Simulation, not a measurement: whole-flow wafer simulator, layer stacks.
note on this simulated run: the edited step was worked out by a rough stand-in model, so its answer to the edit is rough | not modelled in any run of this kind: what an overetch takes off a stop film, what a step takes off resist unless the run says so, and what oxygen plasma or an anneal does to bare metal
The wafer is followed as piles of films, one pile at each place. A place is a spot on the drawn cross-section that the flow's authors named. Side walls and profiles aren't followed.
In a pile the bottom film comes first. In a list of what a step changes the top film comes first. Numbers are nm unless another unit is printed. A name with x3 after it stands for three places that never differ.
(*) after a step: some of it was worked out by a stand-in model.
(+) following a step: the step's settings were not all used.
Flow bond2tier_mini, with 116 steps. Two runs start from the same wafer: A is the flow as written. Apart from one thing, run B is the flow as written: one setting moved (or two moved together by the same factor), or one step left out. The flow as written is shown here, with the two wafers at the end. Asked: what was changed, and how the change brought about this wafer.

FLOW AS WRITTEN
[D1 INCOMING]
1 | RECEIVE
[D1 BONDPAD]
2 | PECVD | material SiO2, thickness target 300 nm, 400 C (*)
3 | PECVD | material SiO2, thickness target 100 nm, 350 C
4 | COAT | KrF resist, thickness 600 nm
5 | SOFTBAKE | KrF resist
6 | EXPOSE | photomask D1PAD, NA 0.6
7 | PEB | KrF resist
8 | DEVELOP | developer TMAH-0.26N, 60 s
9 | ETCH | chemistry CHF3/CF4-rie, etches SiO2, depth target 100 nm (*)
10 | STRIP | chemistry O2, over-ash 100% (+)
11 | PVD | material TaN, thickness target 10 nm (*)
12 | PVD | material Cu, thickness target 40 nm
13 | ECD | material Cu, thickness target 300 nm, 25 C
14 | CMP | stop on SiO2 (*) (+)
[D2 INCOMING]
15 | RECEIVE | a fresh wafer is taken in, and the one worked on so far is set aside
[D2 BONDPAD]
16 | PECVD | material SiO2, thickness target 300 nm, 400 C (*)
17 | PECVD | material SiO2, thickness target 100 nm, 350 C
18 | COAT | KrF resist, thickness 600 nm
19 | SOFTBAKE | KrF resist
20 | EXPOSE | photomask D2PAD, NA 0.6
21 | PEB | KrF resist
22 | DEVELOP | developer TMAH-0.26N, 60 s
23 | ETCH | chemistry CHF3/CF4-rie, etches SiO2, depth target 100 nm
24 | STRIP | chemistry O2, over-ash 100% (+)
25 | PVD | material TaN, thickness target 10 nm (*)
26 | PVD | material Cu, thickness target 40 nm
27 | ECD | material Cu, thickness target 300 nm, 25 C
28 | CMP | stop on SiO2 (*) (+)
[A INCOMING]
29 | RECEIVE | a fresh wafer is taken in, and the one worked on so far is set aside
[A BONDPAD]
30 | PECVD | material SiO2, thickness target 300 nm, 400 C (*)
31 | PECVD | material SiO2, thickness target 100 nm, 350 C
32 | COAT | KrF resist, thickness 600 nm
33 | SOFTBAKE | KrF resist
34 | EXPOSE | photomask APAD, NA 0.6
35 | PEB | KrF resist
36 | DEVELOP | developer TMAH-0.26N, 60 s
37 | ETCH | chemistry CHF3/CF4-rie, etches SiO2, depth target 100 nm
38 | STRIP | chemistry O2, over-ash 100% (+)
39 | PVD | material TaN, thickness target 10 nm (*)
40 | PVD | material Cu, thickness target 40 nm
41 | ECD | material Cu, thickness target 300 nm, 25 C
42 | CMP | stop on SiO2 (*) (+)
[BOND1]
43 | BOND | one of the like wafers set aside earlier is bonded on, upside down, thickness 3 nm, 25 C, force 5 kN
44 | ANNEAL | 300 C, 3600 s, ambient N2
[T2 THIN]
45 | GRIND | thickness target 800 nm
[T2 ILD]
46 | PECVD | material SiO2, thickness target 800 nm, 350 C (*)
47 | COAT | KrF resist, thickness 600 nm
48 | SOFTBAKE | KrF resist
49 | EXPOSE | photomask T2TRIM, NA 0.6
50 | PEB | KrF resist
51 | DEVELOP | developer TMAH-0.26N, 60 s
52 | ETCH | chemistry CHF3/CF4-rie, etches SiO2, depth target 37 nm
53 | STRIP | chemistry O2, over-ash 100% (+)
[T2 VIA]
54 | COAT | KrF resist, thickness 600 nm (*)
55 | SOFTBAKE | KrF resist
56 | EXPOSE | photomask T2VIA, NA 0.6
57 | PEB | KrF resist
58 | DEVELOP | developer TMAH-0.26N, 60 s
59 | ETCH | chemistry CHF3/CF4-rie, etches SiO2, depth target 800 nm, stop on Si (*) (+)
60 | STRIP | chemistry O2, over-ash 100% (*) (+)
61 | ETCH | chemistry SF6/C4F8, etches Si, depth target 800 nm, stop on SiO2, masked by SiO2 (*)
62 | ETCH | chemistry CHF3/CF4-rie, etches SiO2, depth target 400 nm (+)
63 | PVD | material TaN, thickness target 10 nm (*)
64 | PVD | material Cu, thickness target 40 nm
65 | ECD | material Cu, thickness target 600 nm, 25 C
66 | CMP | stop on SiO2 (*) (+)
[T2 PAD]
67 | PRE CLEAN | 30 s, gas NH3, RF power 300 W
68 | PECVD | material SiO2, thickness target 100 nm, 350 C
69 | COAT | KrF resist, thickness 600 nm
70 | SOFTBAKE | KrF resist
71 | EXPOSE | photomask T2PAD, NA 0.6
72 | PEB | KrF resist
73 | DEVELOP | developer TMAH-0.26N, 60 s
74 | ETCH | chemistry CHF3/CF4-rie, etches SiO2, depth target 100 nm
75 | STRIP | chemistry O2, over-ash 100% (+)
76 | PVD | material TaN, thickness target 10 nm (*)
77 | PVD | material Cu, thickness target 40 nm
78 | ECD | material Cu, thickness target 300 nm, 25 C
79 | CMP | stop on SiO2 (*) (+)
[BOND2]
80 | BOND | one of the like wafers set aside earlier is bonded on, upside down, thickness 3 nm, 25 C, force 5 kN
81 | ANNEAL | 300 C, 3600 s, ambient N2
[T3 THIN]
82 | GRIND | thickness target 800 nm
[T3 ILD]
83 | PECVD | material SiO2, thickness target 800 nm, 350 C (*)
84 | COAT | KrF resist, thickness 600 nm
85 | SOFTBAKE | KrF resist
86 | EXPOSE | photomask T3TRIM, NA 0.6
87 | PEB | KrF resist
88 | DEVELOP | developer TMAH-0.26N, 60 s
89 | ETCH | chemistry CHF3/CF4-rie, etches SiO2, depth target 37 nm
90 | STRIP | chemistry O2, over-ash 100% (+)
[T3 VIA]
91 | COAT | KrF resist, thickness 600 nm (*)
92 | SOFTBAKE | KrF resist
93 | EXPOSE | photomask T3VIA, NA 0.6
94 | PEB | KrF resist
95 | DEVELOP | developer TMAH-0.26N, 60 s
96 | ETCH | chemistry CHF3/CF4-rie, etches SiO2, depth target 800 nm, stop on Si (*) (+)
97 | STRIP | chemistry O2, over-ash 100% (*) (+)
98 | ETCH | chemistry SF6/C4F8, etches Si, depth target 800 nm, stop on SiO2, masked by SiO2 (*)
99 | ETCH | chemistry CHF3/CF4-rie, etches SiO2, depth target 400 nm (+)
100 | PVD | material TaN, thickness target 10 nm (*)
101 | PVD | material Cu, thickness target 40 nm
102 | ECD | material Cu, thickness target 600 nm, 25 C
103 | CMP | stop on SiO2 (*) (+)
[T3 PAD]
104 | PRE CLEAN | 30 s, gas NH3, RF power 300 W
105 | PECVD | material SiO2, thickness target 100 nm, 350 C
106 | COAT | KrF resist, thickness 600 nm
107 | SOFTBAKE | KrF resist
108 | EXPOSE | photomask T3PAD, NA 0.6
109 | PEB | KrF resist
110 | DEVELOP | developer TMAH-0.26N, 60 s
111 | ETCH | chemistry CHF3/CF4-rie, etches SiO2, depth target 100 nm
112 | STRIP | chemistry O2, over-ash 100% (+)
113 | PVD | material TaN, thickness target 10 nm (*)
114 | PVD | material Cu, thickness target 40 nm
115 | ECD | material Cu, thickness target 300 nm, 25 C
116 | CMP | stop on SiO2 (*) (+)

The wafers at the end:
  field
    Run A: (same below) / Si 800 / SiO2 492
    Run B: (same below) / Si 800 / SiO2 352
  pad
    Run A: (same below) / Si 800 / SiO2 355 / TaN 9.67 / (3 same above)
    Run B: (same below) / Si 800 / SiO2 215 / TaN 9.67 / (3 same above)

What caused this: step 83, PECVD: thickness target 660 nm was run, while the flow as written has thickness target 800 nm.

Step by step, how the change led to this:
  83 | PECVD | material SiO2, thickness target 800 nm, 350 C (*)
      field, pad: A +800 SiO2 (new film) | B +660 SiO2 (new film)
